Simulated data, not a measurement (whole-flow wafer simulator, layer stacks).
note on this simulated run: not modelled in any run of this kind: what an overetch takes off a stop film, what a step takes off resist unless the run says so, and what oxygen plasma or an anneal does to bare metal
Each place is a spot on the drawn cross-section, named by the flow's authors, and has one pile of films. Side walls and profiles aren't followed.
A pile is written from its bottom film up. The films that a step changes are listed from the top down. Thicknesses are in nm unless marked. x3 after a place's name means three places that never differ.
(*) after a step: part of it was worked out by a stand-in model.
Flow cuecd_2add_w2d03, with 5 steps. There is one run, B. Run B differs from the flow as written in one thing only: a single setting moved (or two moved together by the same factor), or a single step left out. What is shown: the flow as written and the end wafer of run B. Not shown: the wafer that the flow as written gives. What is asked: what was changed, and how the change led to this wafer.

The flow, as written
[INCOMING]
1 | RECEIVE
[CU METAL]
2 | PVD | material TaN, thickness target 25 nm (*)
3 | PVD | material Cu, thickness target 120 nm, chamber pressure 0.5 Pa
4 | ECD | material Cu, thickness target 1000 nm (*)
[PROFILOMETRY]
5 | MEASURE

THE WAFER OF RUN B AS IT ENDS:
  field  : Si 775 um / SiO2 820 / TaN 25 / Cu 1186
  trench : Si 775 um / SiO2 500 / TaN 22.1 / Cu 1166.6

Cause: step 3, PVD: thickness target 186 nm was run, though the flow has thickness target 120 nm.

How this came from the change, step by step:
  3 | PVD | material Cu, thickness target 120 nm, chamber pressure 0.5 Pa
      field: Cu gains 186 (new film) (as written it would have been: Cu gains 120 (new film))
      trench: Cu gains 166.6 (new film) (as written it would have been: Cu gains 107.2 (new film))
